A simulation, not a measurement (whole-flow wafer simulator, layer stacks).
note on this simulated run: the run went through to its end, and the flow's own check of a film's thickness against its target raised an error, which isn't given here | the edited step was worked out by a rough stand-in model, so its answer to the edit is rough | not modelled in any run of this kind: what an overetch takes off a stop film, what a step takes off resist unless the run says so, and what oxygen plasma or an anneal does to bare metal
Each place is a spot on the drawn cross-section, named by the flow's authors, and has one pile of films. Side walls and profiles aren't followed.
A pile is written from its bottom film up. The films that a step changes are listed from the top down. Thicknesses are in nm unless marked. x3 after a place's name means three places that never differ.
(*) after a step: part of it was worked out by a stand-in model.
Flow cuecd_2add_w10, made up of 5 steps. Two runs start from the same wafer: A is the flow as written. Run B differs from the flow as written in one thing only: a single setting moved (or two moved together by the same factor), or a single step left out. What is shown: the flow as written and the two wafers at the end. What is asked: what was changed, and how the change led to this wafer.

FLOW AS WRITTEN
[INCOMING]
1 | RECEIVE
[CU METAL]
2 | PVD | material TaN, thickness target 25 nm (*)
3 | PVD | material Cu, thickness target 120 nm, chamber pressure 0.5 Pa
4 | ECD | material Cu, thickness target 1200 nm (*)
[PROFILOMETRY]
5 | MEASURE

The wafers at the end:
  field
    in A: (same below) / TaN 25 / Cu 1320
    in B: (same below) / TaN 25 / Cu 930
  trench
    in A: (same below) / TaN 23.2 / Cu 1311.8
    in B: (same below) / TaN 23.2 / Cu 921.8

What caused this: step 4, ECD: thickness target 810 nm was run, whereas the flow has thickness target 1200 nm.

The path from the change to this, step by step:
  4 | ECD | material Cu, thickness target 1200 nm (*)
      field, trench: A +1200 Cu | B +810 Cu
